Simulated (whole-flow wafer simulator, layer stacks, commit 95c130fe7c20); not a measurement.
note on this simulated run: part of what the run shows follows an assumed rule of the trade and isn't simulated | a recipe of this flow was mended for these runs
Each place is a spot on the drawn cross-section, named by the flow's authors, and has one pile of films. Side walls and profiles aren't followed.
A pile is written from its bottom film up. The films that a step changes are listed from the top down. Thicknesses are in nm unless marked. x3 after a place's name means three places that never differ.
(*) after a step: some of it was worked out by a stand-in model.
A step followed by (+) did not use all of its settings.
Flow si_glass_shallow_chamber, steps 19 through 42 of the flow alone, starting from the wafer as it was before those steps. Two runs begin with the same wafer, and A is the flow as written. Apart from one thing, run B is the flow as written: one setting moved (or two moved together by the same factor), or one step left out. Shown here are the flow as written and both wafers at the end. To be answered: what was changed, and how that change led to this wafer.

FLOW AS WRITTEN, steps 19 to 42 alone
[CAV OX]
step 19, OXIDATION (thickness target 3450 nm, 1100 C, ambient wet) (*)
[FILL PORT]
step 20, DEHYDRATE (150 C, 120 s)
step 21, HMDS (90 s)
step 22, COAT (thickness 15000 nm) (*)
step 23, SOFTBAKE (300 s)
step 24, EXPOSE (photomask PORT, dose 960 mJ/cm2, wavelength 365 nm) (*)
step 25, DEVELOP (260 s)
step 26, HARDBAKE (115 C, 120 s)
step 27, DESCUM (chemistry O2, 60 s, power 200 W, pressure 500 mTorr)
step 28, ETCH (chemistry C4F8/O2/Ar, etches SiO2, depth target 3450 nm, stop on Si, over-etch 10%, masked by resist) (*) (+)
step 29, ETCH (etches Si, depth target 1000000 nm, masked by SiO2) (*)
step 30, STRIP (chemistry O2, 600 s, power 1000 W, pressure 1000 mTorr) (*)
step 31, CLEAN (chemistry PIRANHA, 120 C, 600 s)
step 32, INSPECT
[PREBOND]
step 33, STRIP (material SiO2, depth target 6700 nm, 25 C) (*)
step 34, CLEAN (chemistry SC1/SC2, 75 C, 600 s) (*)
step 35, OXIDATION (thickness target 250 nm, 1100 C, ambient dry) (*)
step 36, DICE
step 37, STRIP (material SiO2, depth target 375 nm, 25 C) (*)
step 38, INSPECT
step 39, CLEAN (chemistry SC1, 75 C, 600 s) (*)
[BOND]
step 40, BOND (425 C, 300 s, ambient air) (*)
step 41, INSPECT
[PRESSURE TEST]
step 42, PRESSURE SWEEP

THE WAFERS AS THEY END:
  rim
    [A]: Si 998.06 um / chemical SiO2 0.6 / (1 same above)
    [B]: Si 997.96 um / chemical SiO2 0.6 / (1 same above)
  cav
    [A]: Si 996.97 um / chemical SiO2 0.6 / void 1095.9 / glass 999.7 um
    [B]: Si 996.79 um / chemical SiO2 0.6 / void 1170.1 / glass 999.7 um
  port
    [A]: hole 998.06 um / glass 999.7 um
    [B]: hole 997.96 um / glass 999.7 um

What caused this: step 19, OXIDATION: thickness target 3864 nm was run, though the flow has thickness target 3450 nm.

How this came from the change, step by step:
  step 19, OXIDATION (thickness target 3450 nm, 1100 C, ambient wet) (*)
      rim, ramp, septum, ring: A +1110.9 SiO2, -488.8 Si | B +1356.4 SiO2, -596.8 Si
      cav, port: A +3450 SiO2 (new film), -0.6 chemical SiO2 (all of it), -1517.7 Si | B +3864 SiO2 (new film), -0.6 chemical SiO2 (all of it), -1699.9 Si
  step 22, COAT (thickness 15000 nm) (*)
      rim: A +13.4 um thick-i-line-resist (new film) | B +13.44 um thick-i-line-resist (new film)
      ramp: A +12.89 um thick-i-line-resist (new film) | B +12.94 um thick-i-line-resist (new film)
      (and at 3 other places as well)
  step 23, SOFTBAKE (300 s)
      rim: A -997 thick-i-line-resist | B -970.4 thick-i-line-resist
      ramp: A -487.1 thick-i-line-resist | B -473.1 thick-i-line-resist
      (and at 4 other places as well)
  step 25, DEVELOP (260 s)
      port: A -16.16 um thick-i-line-resist (all of it) | B -16.13 um thick-i-line-resist (all of it)
  step 28, ETCH (chemistry C4F8/O2/Ar, etches SiO2, depth target 3450 nm, stop on Si, over-etch 10%, masked by resist) (*) (+)
      port: A -3450 SiO2 (all of it), -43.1 Si | B -3795 SiO2
  step 29, ETCH (etches Si, depth target 1000000 nm, masked by SiO2) (*)
      port: A +997.05 um hole (new film), -997.05 um Si (all of it) | B +996.98 um hole (new film), -69 SiO2 (all of it), -996.91 um Si (all of it)
      rim, ramp: A -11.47 um thick-i-line-resist (all of it), -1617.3 SiO2 | B -11.54 um thick-i-line-resist (all of it), -1582.9 SiO2
      (and at 1 other place as well)
  step 30, STRIP (chemistry O2, 600 s, power 1000 W, pressure 1000 mTorr) (*)
      cav: A -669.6 thick-i-line-resist (all of it) | B -640.9 thick-i-line-resist (all of it)
  step 33, STRIP (material SiO2, depth target 6700 nm, 25 C) (*)
      rim, ramp: A -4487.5 SiO2 (all of it) | B -4767.5 SiO2 (all of it)
      cav: A -3450 SiO2 (all of it) | B -3864 SiO2 (all of it)
      (and at 2 other places as well)
  step 40, BOND (425 C, 300 s, ambient air) (*)
      cav: A +999.7 um glass (new film), +1095.9 void (new film) | B +999.7 um glass (new film), +1170.1 void (new film)
      port: A +999.7 um glass (new film), +1017.3 hole | B +999.7 um glass (new film), +979.2 hole
